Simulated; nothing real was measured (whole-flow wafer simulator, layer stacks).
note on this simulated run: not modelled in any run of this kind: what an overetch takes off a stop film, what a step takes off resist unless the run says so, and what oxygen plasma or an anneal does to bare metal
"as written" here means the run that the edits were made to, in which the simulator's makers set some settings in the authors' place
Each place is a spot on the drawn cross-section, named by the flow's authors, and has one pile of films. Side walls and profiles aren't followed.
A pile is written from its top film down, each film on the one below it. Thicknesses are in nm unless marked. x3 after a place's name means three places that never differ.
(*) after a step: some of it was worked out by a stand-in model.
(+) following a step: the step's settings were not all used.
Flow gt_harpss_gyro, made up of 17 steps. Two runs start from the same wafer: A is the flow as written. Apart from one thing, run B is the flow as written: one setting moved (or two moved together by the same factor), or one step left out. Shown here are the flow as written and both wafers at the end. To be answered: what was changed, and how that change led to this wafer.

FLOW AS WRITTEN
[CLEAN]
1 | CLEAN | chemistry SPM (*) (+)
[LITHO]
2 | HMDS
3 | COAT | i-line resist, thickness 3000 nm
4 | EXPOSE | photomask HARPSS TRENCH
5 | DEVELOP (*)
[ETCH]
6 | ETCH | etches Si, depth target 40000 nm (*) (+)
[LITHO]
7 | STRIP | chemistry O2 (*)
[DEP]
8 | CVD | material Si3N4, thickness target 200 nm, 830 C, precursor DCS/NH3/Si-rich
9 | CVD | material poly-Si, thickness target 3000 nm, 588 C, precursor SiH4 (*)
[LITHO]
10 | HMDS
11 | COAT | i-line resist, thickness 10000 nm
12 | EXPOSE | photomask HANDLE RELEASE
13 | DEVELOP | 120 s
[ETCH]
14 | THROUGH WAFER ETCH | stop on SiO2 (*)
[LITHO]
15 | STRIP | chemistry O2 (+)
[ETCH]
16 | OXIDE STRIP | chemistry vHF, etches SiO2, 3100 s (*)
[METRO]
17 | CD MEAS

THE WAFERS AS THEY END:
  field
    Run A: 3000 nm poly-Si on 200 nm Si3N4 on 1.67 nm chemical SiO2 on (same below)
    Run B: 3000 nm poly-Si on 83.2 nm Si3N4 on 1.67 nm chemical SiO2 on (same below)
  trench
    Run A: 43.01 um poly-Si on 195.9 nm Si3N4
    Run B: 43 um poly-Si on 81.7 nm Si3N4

Cause: step 8, CVD: thickness target 83.2 nm was run, whereas the flow has thickness target 200 nm.
The wafer lets one read it off: field has Si3N4 83.2, and step 8 as written asks for 200 nm.

How this came from the change, step by step:
  8 | CVD | material Si3N4, thickness target 200 nm, 830 C, precursor DCS/NH3/Si-rich
      field: A +200 Si3N4 (new film) | B +83.2 Si3N4 (new film)
      trench: A +195.9 Si3N4 (new film) | B +81.7 Si3N4 (new film)
  9 | CVD | material poly-Si, thickness target 3000 nm, 588 C, precursor SiH4 (*)
      trench: A +43.01 um poly-Si (new film) | B +43 um poly-Si (new film)
